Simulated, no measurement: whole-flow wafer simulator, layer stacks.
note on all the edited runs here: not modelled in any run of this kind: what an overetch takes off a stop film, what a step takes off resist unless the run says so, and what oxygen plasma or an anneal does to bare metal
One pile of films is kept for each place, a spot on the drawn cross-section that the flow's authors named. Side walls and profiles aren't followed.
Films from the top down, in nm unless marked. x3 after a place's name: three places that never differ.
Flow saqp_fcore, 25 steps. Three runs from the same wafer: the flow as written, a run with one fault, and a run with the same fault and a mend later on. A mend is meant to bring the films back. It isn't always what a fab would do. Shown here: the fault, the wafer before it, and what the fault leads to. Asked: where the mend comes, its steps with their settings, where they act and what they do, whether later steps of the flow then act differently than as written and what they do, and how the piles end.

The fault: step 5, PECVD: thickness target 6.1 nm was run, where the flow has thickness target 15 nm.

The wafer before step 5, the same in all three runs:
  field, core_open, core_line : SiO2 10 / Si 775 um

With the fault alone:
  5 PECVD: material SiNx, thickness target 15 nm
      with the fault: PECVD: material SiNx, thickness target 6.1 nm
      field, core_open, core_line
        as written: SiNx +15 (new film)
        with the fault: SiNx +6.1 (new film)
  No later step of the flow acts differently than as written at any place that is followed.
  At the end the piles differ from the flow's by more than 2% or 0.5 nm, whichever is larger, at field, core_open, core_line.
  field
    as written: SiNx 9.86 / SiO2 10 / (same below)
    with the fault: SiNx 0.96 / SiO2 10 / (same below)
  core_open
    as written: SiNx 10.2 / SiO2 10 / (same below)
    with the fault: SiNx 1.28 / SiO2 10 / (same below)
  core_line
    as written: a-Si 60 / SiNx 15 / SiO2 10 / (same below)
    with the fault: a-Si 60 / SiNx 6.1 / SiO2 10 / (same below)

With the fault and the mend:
  The mend comes after step 5.
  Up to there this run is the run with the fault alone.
  5a ETCH: chemistry h3po4, depth target 7.015 nm
      field, core_open, core_line
        SiNx -6.1 (all of it)
  5b PECVD: material SiNx, thickness target 15 nm (the flow's step 5 once more)
      field, core_open, core_line
        SiNx +15 (new film)
  No later step of the flow acts differently than as written at any place that is followed.
  At the end the piles are the same as the flow's at every place that both follow.
